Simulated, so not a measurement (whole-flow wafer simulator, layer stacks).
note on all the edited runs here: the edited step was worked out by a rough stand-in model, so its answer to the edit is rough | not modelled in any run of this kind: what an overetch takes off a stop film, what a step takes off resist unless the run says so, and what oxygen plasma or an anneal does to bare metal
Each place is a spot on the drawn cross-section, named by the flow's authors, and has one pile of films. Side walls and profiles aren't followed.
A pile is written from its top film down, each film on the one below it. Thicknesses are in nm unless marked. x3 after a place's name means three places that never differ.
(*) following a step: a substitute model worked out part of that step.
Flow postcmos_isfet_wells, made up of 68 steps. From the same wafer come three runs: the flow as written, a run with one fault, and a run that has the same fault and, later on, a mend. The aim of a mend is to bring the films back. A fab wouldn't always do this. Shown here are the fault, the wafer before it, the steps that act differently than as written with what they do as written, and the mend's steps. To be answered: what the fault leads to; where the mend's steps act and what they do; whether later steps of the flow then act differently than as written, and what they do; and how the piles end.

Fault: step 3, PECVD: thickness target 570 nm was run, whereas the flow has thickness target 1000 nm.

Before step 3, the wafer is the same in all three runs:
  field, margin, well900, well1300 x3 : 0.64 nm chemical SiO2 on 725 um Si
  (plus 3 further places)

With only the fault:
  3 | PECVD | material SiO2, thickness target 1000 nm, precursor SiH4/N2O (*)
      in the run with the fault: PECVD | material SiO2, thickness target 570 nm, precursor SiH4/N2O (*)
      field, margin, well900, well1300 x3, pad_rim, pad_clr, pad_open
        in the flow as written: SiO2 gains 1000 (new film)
        in the run with the fault: SiO2 gains 570 (new film)
  Every later step of the flow that is run acts as written at every place that is followed.
  The piles end different from the flow's at field, margin, well900, well1300 x3, pad_rim, pad_clr, pad_open by more than 2% or 0.5 nm, whichever is larger.
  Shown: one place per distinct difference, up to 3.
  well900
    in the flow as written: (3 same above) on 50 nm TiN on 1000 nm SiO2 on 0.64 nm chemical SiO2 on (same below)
    in the run with the fault: (3 same above) on 50 nm TiN on 570 nm SiO2 on 0.64 nm chemical SiO2 on (same below)
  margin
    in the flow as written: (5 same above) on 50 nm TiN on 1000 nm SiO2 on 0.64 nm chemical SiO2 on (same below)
    in the run with the fault: (5 same above) on 50 nm TiN on 570 nm SiO2 on 0.64 nm chemical SiO2 on (same below)
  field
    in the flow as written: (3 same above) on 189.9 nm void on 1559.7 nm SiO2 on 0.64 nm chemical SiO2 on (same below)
    in the run with the fault: (3 same above) on 189.9 nm void on 1129.7 nm SiO2 on 0.64 nm chemical SiO2 on (same below)

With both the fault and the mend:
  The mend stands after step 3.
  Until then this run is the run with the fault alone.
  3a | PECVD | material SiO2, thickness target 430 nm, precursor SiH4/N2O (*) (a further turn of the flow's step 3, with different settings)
      field, margin, well900, well1300 x3, pad_rim, pad_clr, pad_open
        SiO2 gains 430
  Every later step of the flow that is run acts as written at every place that is followed.
  At every place that both follow, the piles at the end match the flow's.
